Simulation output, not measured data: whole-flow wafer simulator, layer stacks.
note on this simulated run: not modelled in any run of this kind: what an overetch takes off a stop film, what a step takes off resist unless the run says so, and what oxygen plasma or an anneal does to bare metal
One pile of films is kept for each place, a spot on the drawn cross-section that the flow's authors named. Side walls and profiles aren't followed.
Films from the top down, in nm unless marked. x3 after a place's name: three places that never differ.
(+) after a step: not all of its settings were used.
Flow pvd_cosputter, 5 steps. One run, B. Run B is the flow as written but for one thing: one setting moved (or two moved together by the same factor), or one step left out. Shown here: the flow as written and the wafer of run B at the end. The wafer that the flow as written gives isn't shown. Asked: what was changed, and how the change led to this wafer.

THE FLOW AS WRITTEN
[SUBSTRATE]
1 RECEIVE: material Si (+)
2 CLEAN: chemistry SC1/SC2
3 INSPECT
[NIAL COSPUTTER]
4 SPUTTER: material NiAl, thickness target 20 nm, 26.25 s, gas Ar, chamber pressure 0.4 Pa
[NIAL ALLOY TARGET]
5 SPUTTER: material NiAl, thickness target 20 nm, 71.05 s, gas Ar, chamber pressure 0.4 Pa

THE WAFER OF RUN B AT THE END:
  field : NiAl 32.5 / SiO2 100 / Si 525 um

The cause: step 4, SPUTTER: thickness target 12.5 nm was run, where the flow has thickness target 20 nm; step 4, SPUTTER: 16.41 s was run, where the flow has 26.25 s.

How the change led to this, step by step:
  4 SPUTTER: material NiAl, thickness target 20 nm, 26.25 s, gas Ar, chamber pressure 0.4 Pa
      field: NiAl +12.5 (new film) (as written it would be: NiAl +20 (new film))
